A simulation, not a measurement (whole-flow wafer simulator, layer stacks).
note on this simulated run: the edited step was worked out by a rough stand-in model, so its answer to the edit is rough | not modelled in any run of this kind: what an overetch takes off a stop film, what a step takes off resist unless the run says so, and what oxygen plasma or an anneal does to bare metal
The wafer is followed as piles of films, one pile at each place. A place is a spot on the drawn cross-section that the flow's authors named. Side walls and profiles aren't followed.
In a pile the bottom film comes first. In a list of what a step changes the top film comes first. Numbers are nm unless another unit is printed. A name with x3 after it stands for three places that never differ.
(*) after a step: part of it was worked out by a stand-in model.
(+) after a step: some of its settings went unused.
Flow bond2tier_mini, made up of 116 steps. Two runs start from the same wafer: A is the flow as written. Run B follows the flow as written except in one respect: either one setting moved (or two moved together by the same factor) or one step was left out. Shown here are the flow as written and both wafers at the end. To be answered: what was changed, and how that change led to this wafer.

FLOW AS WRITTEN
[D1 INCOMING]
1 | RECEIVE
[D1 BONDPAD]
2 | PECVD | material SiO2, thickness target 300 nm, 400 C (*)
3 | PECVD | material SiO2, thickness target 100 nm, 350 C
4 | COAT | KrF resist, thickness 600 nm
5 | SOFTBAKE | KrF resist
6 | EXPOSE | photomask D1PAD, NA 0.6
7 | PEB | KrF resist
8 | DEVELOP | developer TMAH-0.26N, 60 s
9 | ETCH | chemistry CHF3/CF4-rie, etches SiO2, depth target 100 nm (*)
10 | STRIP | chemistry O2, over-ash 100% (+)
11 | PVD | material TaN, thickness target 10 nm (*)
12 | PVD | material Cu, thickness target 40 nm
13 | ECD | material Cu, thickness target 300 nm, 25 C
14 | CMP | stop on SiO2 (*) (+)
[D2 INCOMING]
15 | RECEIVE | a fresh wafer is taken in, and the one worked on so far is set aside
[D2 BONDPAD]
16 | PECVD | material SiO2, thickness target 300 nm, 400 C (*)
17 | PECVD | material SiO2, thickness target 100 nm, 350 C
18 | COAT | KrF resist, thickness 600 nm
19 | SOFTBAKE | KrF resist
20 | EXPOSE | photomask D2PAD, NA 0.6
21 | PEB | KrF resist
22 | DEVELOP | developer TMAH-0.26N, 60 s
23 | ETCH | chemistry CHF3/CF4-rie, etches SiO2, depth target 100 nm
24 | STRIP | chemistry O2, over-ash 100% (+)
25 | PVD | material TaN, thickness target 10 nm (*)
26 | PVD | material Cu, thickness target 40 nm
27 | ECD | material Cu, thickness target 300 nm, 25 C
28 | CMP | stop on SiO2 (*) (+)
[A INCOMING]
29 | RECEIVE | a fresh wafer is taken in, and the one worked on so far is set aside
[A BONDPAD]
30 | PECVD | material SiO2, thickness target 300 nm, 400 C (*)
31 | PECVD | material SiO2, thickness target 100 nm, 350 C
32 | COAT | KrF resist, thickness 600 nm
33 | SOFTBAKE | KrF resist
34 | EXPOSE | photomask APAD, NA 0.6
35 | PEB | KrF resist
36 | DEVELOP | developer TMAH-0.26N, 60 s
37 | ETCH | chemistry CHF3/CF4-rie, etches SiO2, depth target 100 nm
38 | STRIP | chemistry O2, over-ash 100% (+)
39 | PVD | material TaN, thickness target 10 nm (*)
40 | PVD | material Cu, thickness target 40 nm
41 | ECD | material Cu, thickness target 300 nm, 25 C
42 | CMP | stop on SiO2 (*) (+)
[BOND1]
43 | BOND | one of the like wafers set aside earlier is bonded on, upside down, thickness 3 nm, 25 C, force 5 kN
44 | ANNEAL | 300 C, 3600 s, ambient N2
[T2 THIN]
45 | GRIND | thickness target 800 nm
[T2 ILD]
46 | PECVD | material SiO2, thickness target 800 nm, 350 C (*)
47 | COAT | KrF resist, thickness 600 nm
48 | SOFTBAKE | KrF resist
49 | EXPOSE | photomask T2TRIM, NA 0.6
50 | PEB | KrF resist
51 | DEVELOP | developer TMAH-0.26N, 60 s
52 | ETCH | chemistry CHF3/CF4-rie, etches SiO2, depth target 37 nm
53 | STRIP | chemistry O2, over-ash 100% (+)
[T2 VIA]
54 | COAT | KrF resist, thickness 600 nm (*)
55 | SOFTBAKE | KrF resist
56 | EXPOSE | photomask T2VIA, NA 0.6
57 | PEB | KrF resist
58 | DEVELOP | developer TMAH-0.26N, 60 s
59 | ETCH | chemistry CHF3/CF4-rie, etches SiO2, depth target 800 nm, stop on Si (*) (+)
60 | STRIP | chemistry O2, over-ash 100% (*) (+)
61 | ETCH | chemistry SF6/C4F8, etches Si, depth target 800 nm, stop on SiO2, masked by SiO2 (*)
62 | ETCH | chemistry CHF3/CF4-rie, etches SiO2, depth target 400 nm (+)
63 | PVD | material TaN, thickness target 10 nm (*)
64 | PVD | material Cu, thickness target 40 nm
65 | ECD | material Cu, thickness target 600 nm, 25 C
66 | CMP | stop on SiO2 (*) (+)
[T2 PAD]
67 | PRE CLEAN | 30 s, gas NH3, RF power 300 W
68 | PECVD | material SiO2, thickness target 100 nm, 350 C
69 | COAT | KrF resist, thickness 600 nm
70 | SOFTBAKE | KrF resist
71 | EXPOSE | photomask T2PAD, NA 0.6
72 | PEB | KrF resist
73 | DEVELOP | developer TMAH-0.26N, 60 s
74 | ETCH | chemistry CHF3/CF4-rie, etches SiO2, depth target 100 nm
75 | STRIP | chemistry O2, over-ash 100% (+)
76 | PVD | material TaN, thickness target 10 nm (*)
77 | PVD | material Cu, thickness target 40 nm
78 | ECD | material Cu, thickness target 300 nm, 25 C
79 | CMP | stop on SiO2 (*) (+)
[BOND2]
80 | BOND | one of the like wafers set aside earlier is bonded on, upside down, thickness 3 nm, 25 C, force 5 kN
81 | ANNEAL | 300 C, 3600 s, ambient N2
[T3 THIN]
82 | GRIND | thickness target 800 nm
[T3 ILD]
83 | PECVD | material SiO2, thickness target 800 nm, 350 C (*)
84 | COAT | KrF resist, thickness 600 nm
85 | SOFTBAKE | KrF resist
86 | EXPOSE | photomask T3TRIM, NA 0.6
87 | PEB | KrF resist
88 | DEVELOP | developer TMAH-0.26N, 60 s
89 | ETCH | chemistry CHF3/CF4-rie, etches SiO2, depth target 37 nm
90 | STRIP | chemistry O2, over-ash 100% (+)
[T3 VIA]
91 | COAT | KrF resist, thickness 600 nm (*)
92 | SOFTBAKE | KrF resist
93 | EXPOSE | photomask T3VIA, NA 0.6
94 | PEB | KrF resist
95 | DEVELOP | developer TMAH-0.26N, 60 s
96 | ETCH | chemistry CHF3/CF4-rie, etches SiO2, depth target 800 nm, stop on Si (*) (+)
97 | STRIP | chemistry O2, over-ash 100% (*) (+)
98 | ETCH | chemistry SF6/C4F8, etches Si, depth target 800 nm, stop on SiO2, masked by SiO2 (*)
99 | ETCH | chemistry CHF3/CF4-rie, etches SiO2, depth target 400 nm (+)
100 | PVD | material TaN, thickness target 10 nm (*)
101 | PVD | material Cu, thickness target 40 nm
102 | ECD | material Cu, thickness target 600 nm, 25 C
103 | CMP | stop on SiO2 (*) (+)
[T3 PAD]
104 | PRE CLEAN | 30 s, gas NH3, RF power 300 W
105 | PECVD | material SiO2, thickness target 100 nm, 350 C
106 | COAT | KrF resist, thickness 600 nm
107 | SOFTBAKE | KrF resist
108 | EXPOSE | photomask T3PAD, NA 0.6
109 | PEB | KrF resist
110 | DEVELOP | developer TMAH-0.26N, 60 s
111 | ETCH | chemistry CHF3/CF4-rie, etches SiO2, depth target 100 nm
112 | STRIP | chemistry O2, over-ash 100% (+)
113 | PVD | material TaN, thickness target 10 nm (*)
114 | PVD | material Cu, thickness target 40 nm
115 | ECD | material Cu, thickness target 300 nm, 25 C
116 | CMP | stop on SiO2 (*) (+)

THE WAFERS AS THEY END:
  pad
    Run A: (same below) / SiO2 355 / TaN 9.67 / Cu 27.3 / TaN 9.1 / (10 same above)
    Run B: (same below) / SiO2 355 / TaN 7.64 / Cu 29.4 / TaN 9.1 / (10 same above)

Cause: step 63, PVD: thickness target 7.9 nm was run, while the flow as written has thickness target 10 nm.

The path from the change to this, step by step:
  63 | PVD | material TaN, thickness target 10 nm (*)
      field: A +10 TaN (new film) | B +7.9 TaN (new film)
      pad: A +9.67 TaN (new film) | B +7.64 TaN (new film)
  66 | CMP | stop on SiO2 (*) (+)
      field: A -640 Cu (all of it), -10 TaN (all of it) | B -640 Cu (all of it), -7.9 TaN (all of it)
